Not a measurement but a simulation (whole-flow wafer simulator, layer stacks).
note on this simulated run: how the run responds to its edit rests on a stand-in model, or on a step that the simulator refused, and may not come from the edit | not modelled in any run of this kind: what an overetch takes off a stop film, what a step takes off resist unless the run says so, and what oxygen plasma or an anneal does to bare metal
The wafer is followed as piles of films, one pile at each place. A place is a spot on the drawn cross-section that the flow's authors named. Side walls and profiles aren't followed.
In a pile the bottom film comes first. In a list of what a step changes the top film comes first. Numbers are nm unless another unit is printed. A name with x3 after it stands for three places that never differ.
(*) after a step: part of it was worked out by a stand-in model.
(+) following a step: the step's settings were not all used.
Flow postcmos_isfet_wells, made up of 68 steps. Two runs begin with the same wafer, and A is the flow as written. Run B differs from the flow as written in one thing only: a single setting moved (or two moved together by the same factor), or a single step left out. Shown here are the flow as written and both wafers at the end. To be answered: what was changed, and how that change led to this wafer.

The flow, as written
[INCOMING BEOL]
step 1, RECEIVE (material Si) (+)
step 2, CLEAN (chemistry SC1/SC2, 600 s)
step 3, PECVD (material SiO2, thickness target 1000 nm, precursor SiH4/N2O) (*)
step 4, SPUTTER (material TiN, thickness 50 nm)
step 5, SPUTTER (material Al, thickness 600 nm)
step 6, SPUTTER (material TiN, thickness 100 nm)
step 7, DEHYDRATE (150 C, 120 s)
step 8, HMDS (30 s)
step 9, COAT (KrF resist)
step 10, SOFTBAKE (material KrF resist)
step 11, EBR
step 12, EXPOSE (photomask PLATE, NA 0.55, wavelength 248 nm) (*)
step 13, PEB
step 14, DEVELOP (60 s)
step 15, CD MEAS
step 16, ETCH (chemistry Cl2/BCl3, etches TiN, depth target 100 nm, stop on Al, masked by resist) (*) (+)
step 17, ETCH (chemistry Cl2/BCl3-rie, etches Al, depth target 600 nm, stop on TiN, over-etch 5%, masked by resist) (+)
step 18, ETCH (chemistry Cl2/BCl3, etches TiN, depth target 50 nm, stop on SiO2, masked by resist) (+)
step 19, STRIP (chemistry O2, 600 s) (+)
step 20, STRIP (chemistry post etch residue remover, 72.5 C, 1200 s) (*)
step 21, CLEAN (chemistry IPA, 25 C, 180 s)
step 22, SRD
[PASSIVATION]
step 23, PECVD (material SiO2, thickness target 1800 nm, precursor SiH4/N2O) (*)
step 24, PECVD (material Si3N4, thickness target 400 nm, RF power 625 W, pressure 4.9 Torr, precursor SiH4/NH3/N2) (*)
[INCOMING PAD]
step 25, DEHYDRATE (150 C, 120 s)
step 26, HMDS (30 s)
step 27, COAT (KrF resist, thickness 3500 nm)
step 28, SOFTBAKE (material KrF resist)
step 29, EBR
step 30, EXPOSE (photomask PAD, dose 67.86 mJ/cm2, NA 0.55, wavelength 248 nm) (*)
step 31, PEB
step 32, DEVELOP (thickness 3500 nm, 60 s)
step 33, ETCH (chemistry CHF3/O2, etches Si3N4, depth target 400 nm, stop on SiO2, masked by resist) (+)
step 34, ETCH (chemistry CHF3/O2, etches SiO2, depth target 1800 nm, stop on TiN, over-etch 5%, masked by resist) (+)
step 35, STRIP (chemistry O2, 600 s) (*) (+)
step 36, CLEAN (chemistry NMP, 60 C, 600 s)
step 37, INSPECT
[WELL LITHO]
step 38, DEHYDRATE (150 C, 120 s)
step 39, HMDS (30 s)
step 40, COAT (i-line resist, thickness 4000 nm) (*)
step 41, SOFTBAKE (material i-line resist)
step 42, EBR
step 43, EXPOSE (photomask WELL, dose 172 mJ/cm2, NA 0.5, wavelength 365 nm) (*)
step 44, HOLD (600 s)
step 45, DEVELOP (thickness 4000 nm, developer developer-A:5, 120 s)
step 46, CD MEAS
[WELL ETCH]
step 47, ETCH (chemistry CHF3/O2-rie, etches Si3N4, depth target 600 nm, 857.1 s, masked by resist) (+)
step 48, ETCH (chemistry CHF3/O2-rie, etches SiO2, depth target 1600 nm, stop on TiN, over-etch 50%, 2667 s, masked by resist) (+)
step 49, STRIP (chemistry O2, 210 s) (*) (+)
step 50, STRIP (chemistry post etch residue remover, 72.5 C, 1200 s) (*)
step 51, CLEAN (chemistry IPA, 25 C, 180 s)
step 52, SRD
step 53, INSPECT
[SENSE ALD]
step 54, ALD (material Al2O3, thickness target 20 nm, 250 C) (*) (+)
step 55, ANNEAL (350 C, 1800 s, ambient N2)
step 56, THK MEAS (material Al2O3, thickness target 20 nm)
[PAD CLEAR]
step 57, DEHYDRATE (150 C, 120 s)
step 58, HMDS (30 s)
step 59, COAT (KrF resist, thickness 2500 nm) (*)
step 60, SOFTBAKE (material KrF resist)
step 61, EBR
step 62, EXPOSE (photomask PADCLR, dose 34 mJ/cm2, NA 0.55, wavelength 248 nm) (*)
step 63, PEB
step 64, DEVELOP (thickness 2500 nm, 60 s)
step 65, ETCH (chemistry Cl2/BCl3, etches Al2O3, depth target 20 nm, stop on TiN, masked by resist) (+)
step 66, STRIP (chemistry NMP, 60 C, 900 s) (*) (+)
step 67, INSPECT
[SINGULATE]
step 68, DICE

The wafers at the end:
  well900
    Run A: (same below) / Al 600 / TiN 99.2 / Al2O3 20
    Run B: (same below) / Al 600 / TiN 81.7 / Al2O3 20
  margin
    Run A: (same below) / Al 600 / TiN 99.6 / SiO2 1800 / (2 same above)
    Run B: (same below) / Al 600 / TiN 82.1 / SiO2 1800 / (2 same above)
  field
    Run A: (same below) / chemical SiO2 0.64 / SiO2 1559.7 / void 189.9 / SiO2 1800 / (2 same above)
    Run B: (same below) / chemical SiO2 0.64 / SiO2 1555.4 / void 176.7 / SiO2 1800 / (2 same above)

Cause: step 6, SPUTTER: thickness 82.5 nm was run, while the flow as written has thickness 100 nm.

Step by step, how the change led to this:
  step 6, SPUTTER (material TiN, thickness 100 nm)
      field, margin, well900, well1300 x3, pad_rim, pad_clr, pad_open: A +100 TiN (new film) | B +82.5 TiN (new film)
  step 16, ETCH (chemistry Cl2/BCl3, etches TiN, depth target 100 nm, stop on Al, masked by resist) (*) (+)
      field: A -100 TiN (all of it) | B -82.5 TiN (all of it)
  step 23, PECVD (material SiO2, thickness target 1800 nm, precursor SiH4/N2O) (*)
      field: A +1800 SiO2 (new film), +189.9 void (new film), +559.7 SiO2 | B +1800 SiO2 (new film), +176.7 void (new film), +555.4 SiO2
